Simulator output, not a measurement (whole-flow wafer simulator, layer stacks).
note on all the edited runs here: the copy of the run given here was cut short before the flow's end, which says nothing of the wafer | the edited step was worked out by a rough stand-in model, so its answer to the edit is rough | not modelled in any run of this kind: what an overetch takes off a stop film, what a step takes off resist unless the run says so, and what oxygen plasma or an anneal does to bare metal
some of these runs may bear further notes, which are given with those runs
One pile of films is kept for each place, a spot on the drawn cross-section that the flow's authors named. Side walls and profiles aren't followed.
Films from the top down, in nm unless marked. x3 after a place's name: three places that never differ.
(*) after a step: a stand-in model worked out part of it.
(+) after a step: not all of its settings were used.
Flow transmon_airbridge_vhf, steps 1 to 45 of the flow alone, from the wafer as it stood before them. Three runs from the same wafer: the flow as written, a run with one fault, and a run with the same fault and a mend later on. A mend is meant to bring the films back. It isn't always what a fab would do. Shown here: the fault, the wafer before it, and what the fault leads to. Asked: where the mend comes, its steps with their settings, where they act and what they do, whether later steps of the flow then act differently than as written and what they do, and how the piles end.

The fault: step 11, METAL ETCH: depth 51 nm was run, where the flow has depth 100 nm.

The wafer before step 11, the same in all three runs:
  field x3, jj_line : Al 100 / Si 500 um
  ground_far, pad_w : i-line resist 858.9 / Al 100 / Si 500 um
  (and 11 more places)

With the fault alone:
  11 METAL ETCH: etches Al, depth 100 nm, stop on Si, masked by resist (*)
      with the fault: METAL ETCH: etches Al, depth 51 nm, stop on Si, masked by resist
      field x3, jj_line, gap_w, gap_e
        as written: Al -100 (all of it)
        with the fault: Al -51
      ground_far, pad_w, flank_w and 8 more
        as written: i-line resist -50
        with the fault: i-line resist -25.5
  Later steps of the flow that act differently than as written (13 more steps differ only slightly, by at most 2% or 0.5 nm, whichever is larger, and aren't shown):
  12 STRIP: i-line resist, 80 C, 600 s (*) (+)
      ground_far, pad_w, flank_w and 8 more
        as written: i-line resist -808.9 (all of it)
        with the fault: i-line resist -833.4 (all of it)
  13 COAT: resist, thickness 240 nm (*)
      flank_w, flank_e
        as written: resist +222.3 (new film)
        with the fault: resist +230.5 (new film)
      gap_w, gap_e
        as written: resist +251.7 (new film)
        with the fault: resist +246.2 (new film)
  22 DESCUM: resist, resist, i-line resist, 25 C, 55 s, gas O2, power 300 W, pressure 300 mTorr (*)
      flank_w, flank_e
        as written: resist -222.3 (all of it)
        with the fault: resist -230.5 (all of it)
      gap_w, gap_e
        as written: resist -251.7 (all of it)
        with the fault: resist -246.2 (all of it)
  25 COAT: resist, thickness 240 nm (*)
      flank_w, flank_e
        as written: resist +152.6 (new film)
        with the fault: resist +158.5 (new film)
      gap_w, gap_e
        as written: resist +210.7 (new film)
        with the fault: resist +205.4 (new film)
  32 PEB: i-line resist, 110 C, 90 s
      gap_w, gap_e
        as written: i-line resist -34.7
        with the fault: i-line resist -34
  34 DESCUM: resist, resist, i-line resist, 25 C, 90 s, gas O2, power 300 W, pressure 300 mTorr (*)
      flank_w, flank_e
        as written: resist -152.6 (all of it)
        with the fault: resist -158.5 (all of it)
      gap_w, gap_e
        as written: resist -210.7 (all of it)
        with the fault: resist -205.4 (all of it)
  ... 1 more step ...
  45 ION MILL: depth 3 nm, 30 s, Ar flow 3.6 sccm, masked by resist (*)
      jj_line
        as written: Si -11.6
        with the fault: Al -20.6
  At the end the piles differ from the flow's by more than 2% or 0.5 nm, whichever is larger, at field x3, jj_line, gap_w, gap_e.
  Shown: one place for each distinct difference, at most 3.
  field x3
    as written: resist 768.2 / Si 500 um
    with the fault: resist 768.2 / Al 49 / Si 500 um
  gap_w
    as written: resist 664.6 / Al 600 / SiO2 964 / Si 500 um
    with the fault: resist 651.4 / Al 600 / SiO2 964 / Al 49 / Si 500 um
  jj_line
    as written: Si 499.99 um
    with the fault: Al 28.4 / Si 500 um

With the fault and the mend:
  The mend comes after step 11.
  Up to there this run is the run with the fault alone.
  11a METAL ETCH: etches Al, depth 49 nm, stop on Si, masked by resist (*) (the flow's step 11 once more, with other settings)
      ground_far, pad_w, flank_w and 8 more
        i-line resist -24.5
      field x3, jj_line, gap_w, gap_e
        Al -49 (all of it)
  No later step of the flow acts differently than as written at any place that is followed.
  At the end the piles are the same as the flow's at every place that both follow.
